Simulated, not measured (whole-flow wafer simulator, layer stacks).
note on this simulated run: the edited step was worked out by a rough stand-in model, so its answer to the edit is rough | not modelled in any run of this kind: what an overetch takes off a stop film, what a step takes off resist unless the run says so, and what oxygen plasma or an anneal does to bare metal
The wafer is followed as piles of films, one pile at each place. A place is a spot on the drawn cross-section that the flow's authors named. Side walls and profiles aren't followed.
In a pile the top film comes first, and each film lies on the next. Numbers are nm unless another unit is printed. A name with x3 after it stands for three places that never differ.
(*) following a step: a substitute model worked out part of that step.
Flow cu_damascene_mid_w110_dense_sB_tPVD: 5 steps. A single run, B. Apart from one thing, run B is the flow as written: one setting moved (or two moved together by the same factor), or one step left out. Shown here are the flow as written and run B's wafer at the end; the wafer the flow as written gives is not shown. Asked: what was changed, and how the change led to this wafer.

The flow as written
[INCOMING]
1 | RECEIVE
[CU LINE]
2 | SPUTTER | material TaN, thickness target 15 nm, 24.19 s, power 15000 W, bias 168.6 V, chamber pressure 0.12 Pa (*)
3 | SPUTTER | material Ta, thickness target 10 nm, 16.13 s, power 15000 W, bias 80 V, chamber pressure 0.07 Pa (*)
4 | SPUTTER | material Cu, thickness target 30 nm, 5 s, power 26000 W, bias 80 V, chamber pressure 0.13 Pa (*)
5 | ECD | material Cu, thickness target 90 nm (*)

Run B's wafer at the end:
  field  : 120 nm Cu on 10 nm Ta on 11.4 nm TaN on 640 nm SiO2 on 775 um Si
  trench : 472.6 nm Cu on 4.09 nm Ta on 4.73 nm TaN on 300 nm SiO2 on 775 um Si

The reason: step 2, SPUTTER: power 11400 W was run, while the flow as written has power 15000 W.

The path from the change to this, step by step:
  2 | SPUTTER | material TaN, thickness target 15 nm, 24.19 s, power 15000 W, bias 168.6 V, chamber pressure 0.12 Pa (*)
      field: +11.4 TaN (new film) (it would be, as written: +15 TaN (new film))
      trench: +4.73 TaN (new film) (it would be, as written: +6.23 TaN (new film))
